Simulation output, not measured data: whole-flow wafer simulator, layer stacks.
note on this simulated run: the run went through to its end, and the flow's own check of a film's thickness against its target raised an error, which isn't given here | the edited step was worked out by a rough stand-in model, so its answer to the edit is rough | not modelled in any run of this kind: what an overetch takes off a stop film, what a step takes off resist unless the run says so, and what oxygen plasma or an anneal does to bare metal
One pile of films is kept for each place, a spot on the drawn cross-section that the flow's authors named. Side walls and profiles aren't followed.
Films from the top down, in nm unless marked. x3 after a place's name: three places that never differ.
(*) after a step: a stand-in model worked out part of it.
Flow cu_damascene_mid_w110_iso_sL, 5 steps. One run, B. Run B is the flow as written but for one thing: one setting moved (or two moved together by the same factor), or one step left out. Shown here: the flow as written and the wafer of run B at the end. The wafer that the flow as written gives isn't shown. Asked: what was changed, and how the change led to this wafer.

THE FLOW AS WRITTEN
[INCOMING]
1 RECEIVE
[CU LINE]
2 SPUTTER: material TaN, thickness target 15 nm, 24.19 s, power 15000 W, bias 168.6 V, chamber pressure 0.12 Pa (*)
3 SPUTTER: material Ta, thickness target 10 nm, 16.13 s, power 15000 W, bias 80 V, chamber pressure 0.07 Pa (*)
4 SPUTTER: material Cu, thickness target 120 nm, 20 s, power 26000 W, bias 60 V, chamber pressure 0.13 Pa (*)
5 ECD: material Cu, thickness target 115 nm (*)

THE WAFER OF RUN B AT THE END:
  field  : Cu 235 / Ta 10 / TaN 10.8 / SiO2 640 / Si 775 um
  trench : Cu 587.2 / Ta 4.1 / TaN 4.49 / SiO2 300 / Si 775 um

The cause: step 2, SPUTTER: power 10830 W was run, where the flow has power 15000 W.

How the change led to this, step by step:
  2 SPUTTER: material TaN, thickness target 15 nm, 24.19 s, power 15000 W, bias 168.6 V, chamber pressure 0.12 Pa (*)
      field: TaN +10.8 (new film) (as written it would be: TaN +15 (new film))
      trench: TaN +4.49 (new film) (as written it would be: TaN +6.23 (new film))
